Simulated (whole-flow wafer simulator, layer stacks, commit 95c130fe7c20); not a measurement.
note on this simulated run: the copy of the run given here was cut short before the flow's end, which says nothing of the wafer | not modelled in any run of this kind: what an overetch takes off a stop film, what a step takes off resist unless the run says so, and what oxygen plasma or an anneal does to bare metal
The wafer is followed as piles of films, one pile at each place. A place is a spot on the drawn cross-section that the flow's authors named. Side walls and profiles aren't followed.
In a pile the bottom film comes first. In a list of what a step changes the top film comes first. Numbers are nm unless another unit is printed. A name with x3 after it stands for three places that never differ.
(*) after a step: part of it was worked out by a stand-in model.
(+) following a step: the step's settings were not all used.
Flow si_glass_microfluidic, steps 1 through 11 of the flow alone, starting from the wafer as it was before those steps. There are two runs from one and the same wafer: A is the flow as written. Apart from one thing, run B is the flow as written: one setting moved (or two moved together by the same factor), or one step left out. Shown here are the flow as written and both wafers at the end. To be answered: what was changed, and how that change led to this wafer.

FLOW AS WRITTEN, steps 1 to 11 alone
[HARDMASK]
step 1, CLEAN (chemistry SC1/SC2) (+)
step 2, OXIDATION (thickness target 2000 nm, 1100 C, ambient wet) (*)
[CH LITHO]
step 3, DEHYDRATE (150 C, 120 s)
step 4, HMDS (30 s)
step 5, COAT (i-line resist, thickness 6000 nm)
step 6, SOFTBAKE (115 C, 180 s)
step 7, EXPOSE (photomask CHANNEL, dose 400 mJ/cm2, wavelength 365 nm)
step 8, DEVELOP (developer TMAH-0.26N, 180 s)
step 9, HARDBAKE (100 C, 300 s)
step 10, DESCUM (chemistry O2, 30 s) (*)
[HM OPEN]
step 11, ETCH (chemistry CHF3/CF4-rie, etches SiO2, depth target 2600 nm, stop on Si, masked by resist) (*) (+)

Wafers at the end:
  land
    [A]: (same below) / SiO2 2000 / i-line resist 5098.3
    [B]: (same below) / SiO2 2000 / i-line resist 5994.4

What caused this: step 5, COAT: thickness 6900 nm was run, while the flow as written has thickness 6000 nm.

The path from the change to this, step by step:
  step 5, COAT (i-line resist, thickness 6000 nm)
      land, ch100 x9: A i-line resist gains 6000 (new film) | B i-line resist gains 6900 (new film)
  step 8, DEVELOP (developer TMAH-0.26N, 180 s)
      ch100 x9: A i-line resist loses 6000 (all of it) | B i-line resist loses 6900 (all of it)
  step 9, HARDBAKE (100 C, 300 s)
      land: A i-line resist loses 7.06 | B i-line resist loses 10.9
